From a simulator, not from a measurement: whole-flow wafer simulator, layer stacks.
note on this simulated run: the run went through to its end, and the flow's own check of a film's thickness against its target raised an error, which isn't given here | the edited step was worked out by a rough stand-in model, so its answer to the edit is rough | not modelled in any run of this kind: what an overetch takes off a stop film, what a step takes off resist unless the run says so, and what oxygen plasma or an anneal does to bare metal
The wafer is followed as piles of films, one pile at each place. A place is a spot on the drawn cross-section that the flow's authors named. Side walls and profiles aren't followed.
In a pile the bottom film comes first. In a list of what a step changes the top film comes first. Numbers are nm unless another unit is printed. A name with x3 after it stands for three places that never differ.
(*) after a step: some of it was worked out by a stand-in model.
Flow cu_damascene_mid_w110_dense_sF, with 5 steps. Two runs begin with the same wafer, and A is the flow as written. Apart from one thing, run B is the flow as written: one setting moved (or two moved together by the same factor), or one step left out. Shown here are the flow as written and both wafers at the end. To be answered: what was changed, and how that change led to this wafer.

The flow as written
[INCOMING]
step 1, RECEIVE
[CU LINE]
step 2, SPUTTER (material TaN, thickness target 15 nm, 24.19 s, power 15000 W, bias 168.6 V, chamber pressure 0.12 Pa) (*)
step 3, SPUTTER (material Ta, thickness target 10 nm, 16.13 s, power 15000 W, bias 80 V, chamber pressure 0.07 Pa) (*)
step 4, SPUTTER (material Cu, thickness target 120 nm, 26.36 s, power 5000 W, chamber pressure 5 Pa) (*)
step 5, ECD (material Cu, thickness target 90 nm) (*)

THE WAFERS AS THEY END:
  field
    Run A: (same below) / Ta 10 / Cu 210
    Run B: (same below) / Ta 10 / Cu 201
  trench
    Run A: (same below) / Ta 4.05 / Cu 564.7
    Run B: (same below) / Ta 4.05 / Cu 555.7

The reason: step 5, ECD: thickness target 81 nm was run, though the flow has thickness target 90 nm.

How this came from the change, step by step:
  step 5, ECD (material Cu, thickness target 90 nm) (*)
      field: A +90 Cu | B +81 Cu
